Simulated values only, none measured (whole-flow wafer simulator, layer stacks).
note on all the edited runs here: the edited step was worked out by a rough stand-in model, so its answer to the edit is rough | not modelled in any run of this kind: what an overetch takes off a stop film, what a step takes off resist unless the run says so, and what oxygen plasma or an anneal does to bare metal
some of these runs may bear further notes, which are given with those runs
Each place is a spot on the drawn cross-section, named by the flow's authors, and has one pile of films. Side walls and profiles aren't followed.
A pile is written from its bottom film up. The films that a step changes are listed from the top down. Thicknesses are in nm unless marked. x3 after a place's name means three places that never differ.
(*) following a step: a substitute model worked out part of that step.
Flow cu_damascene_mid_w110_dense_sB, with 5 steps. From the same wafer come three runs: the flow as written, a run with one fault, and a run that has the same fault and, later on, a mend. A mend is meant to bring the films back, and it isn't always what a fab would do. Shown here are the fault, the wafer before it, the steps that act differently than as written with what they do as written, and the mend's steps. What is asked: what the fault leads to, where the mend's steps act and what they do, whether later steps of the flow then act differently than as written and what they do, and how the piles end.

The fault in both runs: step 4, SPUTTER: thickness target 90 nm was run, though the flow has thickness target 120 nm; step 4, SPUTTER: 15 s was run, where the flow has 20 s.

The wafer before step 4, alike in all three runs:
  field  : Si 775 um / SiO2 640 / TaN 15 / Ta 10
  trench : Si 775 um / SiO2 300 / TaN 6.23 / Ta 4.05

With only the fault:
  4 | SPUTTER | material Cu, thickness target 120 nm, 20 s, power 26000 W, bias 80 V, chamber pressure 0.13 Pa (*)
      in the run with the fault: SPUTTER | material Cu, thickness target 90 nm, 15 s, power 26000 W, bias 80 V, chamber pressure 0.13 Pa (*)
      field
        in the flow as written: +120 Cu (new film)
        in the run with the fault: +90 Cu (new film)
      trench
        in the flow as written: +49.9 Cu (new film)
        in the run with the fault: +37.4 Cu (new film)
  Steps further on in the flow that do not act as written:
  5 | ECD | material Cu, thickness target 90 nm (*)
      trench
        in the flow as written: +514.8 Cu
        in the run with the fault: +497.3 Cu
  At field, trench, the piles at the end differ from the flow's by more than 2% or 0.5 nm, whichever is larger.
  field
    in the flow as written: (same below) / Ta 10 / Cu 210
    in the run with the fault: (same below) / Ta 10 / Cu 180
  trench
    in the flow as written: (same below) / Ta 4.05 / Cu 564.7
    in the run with the fault: (same below) / Ta 4.05 / Cu 534.7

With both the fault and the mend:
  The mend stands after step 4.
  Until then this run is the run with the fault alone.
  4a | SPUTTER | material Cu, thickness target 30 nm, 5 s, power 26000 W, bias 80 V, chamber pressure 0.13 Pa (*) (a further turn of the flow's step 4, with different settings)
      field
        +30 Cu
      trench
        +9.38 Cu
  Later steps of the flow that are run all act as written at every place that is followed, up to a difference of at most 2% or 0.5 nm, whichever is larger.
  At every place that both follow, the piles at the end match the flow's.
